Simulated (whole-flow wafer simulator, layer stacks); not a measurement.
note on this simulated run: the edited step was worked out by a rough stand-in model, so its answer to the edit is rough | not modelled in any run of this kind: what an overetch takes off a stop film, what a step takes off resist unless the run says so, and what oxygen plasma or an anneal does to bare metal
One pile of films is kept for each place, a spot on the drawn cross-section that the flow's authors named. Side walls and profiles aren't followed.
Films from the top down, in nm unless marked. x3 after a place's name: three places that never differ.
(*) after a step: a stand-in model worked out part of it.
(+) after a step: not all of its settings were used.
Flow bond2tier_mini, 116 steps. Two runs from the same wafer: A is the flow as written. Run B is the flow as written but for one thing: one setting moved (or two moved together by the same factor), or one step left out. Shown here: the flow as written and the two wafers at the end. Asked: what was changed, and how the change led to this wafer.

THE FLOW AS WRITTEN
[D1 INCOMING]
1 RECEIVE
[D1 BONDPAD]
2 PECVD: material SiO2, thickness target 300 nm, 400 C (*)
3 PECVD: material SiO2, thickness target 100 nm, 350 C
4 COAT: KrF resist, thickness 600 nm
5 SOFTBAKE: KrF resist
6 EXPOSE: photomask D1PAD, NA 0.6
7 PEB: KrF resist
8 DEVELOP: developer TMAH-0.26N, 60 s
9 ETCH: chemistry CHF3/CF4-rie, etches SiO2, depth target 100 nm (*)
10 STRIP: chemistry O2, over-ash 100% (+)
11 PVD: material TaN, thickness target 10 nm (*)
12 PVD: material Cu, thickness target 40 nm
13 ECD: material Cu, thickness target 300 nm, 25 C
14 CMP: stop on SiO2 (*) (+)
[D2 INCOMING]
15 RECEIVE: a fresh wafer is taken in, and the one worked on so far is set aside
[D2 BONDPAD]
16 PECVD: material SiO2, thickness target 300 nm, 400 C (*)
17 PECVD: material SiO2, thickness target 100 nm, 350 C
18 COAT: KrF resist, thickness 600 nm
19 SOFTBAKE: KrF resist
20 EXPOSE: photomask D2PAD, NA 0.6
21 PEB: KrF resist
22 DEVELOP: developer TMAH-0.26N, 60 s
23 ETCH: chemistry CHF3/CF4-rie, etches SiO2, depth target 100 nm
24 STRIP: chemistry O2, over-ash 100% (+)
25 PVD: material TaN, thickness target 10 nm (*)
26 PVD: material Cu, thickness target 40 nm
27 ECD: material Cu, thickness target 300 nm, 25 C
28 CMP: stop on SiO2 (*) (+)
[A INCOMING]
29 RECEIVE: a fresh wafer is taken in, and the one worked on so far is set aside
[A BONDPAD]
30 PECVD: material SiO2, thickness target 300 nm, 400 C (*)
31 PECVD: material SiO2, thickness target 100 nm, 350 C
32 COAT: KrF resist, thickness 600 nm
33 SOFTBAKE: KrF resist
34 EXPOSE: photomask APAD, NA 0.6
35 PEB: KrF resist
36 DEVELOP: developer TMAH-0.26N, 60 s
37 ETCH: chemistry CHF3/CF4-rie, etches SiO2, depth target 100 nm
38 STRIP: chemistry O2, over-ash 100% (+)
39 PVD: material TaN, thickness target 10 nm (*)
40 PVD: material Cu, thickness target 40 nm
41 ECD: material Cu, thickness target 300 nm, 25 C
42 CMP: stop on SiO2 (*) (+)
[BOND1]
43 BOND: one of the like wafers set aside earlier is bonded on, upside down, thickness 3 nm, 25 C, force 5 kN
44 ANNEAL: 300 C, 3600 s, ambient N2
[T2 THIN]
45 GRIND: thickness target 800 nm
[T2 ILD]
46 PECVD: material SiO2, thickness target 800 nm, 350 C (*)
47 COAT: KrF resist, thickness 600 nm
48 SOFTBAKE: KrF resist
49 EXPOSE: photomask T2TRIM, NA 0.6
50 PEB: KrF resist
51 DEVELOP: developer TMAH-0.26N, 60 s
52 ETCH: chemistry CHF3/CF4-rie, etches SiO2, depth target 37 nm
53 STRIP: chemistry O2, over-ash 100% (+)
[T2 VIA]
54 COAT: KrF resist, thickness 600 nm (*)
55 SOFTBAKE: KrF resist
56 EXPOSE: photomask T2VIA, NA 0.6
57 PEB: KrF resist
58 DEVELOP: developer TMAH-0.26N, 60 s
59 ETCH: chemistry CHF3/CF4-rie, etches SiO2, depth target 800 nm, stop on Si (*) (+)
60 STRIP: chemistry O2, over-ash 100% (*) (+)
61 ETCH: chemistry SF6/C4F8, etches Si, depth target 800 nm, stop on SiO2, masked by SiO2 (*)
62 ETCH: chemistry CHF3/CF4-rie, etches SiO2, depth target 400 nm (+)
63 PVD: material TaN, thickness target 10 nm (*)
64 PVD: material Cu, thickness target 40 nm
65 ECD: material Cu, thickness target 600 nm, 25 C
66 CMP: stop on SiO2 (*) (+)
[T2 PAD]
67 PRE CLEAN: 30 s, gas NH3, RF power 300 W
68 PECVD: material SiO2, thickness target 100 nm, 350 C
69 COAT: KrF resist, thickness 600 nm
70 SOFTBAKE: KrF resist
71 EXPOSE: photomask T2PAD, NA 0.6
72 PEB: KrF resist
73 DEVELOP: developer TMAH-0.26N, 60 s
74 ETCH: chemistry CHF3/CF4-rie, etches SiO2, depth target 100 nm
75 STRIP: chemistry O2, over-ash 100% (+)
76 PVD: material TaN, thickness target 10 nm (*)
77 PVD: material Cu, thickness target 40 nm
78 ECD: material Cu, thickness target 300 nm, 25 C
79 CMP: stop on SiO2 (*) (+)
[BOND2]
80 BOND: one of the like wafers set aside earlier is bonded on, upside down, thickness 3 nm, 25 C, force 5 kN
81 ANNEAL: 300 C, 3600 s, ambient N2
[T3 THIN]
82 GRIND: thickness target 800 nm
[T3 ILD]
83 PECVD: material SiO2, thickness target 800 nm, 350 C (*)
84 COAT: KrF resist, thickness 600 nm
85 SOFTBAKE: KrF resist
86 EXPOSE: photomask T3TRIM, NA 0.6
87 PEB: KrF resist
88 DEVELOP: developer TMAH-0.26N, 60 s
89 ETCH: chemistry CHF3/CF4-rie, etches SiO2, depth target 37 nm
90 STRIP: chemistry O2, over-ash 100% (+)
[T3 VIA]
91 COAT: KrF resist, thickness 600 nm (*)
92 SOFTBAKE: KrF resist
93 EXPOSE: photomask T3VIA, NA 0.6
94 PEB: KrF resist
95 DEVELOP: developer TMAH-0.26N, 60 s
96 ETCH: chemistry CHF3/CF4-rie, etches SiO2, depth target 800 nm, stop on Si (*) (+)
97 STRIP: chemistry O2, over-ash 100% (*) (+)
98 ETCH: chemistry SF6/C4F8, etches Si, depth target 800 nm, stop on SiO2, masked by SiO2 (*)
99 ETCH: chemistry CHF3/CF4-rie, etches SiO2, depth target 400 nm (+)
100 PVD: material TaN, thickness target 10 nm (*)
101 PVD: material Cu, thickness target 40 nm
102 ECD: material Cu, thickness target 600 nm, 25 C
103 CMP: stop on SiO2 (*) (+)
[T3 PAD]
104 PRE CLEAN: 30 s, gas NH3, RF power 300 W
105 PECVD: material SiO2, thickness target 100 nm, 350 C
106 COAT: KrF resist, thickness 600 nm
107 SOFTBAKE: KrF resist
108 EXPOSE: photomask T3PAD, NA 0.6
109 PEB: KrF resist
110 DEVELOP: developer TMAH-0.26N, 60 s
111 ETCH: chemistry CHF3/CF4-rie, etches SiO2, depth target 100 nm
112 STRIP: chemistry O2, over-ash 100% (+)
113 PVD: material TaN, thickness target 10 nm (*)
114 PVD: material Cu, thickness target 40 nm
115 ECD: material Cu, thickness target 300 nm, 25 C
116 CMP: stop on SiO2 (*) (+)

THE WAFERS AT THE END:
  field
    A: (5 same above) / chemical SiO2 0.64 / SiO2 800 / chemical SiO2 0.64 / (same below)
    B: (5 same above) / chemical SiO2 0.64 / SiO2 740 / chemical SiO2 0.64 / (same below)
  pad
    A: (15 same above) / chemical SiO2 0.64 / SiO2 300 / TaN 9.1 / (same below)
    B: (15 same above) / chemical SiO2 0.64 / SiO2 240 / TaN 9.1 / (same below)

The cause: step 2, PECVD: thickness target 240 nm was run, where the flow has thickness target 300 nm.
It can be read off the wafer: pad has SiO2 240, and step 2 as written asks for 300 nm.

How the change led to this, step by step:
  2 PECVD: material SiO2, thickness target 300 nm, 400 C (*)
      field, pad, via: A SiO2 +300 (new film) | B SiO2 +240 (new film)
  43 BOND: one of the like wafers set aside earlier is bonded on, upside down, thickness 3 nm, 25 C, force 5 kN
      field: A Si +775 um (new film), chemical SiO2 +0.64 (new film), SiO2 +400 | B Si +775 um (new film), chemical SiO2 +0.64 (new film), SiO2 +340
      pad: A Si +775 um (new film), chemical SiO2 +0.64 (new film), SiO2 +300 (new film), TaN +9.1 (new film), Cu +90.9 | B Si +775 um (new film), chemical SiO2 +0.64 (new film), SiO2 +240 (new film), TaN +9.1 (new film), Cu +90.9
      (and at 1 more place)
